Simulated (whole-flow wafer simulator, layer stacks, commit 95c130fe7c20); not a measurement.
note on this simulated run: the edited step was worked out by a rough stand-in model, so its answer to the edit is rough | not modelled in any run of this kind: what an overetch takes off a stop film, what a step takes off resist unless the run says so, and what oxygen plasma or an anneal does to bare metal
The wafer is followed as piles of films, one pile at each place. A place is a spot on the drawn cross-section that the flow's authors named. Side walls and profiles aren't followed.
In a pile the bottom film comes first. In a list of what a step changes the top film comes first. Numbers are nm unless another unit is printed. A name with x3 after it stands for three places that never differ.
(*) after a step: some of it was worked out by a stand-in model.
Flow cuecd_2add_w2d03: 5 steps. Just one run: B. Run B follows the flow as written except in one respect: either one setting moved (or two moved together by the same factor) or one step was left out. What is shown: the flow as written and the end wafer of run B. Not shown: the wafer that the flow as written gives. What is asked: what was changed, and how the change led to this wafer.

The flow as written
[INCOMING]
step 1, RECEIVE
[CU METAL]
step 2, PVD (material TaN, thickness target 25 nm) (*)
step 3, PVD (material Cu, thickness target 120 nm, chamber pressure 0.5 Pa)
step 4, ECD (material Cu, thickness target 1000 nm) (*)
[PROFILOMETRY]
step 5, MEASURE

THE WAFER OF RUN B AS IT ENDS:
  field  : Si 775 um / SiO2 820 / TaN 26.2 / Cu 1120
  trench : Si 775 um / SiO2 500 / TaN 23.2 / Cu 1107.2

The reason: step 2, PVD: thickness target 26.2 nm was run, while the flow as written has thickness target 25 nm.
The wafer lets one read it off: field has TaN 26.2, and step 2 as written asks for 25 nm.

Step by step, how the change led to this:
  step 2, PVD (material TaN, thickness target 25 nm) (*)
      field: +26.2 TaN (new film) (as written it would have been: +25 TaN (new film))
      trench: +23.2 TaN (new film) (as written it would have been: +22.1 TaN (new film))
